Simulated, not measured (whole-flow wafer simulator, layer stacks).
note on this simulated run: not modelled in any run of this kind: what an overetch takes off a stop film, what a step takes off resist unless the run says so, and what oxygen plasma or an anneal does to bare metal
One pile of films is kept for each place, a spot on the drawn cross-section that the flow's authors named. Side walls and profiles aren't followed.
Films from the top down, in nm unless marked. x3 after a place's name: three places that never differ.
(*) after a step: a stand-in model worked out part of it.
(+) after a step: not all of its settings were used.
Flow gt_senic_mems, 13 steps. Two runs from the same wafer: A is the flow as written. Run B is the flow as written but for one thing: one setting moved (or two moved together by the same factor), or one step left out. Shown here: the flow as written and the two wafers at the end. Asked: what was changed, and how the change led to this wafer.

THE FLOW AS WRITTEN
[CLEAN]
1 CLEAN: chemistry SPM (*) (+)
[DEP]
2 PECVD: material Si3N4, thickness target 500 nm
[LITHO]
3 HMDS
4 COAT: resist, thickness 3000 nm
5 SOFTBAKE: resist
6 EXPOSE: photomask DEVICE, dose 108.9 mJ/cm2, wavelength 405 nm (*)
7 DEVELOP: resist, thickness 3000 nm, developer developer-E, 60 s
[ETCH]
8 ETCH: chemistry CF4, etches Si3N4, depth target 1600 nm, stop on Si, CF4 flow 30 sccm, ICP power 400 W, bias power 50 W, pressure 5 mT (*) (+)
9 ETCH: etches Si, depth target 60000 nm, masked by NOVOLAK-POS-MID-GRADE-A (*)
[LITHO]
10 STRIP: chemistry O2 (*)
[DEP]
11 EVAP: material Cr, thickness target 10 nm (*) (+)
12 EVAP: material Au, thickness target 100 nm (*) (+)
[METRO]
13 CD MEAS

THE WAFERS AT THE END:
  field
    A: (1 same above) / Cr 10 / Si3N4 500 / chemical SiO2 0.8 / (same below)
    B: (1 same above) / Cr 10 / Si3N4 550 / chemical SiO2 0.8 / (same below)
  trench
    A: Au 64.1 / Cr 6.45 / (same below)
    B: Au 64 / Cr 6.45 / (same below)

The cause: step 2, PECVD: thickness target 550 nm was run, where the flow has thickness target 500 nm.
It can be read off the wafer: field has Si3N4 550, and step 2 as written asks for 500 nm.

How the change led to this, step by step:
  2 PECVD: material Si3N4, thickness target 500 nm
      field, trench: A Si3N4 +500 (new film) | B Si3N4 +550 (new film)
  8 ETCH: chemistry CF4, etches Si3N4, depth target 1600 nm, stop on Si, CF4 flow 30 sccm, ICP power 400 W, bias power 50 W, pressure 5 mT (*) (+)
      field: A resist -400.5 | B resist -433.9
      trench: A Si3N4 -500 (all of it), chemical SiO2 -0.8 (all of it) | B Si3N4 -550 (all of it), chemical SiO2 -0.8 (all of it)
